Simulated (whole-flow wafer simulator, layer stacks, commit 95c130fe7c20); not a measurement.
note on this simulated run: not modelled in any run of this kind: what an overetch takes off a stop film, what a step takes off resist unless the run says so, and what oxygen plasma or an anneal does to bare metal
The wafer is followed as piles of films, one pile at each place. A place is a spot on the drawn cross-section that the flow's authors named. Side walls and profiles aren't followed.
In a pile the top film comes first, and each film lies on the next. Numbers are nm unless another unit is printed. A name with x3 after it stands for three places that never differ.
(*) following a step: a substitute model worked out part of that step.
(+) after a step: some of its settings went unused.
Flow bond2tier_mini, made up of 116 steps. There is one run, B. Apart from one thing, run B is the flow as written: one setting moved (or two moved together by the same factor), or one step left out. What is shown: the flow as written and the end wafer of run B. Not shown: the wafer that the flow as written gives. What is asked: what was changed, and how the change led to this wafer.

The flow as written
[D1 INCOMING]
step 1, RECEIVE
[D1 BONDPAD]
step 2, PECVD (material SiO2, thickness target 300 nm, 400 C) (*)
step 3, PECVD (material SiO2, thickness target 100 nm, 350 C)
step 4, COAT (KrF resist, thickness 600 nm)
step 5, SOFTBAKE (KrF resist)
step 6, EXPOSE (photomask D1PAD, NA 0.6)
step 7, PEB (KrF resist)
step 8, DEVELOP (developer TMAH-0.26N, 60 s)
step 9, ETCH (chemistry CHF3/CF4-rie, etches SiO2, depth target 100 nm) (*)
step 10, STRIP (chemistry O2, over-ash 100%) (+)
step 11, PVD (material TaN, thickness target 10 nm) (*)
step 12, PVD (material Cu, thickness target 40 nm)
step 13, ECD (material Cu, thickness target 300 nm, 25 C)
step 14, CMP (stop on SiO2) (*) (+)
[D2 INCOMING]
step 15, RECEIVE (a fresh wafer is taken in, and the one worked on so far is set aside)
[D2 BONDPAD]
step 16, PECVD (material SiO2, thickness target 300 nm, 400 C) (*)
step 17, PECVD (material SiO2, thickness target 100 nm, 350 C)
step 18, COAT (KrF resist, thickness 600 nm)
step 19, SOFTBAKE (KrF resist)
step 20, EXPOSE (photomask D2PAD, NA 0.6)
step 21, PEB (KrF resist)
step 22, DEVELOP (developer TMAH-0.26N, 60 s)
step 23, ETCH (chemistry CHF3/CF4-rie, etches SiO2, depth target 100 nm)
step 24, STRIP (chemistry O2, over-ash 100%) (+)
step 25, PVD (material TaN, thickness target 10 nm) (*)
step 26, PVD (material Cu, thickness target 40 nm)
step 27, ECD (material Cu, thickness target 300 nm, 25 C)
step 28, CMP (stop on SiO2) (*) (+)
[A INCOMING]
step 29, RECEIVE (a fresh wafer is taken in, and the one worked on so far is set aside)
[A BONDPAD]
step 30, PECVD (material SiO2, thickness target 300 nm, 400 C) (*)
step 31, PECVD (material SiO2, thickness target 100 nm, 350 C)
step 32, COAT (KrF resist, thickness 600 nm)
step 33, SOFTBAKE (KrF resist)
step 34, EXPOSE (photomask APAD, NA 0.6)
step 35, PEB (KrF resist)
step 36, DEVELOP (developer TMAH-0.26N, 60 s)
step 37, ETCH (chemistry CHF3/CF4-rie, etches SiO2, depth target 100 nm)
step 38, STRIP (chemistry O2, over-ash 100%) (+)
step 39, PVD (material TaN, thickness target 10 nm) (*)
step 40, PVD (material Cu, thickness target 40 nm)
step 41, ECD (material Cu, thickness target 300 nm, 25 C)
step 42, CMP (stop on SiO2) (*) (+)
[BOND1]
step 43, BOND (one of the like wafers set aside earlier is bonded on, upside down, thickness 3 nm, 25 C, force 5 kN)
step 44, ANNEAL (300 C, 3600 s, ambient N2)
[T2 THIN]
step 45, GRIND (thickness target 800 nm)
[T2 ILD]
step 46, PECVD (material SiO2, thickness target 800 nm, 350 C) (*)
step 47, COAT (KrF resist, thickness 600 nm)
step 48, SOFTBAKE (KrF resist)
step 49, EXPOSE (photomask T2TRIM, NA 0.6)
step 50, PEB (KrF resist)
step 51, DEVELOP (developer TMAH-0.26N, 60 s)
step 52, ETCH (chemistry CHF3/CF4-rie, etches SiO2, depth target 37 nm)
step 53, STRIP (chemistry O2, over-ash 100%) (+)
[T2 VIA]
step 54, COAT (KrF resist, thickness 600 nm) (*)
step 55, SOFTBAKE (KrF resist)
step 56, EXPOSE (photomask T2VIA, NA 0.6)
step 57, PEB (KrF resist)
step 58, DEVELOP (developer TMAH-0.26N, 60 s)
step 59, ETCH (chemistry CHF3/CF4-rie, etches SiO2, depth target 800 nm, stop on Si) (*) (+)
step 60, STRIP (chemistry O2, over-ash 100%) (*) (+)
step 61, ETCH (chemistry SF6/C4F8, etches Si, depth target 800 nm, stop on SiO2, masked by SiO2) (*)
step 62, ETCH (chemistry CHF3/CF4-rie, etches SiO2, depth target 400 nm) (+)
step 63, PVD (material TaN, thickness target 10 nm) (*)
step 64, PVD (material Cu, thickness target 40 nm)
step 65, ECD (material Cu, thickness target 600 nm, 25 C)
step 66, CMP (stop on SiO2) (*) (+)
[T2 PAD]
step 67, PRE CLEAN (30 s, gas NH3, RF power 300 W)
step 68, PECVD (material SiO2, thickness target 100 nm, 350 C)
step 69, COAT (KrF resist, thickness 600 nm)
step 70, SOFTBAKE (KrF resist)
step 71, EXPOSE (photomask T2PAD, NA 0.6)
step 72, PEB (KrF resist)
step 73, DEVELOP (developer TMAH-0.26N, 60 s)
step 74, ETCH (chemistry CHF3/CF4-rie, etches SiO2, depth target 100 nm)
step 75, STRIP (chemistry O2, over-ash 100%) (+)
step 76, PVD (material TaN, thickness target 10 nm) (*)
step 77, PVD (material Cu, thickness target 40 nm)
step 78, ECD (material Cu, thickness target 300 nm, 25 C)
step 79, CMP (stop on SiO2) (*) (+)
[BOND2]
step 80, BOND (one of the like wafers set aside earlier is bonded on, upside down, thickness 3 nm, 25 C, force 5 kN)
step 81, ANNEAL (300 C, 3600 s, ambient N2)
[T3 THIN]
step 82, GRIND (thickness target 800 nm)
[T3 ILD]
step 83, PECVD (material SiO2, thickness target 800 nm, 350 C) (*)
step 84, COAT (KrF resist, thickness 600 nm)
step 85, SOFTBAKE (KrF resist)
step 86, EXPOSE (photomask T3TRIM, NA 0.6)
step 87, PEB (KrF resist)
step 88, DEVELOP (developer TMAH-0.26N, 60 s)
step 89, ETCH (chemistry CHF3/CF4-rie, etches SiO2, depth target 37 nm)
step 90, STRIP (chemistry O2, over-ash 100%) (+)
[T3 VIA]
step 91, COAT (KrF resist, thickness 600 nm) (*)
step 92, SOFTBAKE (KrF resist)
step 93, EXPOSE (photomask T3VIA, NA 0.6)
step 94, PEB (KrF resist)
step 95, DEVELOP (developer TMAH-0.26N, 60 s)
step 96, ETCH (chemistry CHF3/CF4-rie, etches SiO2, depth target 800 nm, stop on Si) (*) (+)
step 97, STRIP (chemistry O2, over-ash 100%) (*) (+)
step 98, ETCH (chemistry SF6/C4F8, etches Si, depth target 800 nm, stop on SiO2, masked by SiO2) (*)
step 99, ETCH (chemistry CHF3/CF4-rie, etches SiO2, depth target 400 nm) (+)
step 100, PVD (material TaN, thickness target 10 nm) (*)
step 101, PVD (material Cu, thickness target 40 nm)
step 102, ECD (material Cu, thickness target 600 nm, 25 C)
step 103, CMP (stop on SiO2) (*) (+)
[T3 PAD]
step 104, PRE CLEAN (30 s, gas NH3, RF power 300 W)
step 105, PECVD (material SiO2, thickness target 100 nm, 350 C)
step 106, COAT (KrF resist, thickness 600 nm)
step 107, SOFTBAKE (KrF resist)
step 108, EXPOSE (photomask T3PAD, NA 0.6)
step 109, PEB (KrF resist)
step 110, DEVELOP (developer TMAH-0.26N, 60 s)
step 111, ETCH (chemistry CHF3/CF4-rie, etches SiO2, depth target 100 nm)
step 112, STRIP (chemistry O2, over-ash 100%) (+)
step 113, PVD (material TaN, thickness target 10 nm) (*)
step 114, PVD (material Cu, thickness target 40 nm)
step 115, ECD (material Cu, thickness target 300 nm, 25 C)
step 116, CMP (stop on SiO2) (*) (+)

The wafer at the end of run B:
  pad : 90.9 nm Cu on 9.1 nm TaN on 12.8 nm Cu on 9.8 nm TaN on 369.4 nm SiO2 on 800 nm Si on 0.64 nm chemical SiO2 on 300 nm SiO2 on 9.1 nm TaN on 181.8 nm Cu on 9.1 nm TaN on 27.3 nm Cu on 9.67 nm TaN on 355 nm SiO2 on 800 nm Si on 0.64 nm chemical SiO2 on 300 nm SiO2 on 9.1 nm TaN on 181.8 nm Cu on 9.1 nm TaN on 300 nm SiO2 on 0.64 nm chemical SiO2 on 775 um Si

The reason: step 89, ETCH: depth target 22.6 nm was run, though the flow has depth target 37 nm.

How this came from the change, step by step:
  step 89, ETCH (chemistry CHF3/CF4-rie, etches SiO2, depth target 37 nm)
      field: KrF resist loses 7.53 (as written it would have been: KrF resist loses 12.3)
      pad: SiO2 loses 22.6 (as written it would have been: SiO2 loses 37)
  step 102, ECD (material Cu, thickness target 600 nm, 25 C)
      pad: Cu gains 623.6 (as written it would have been: Cu gains 638.7)
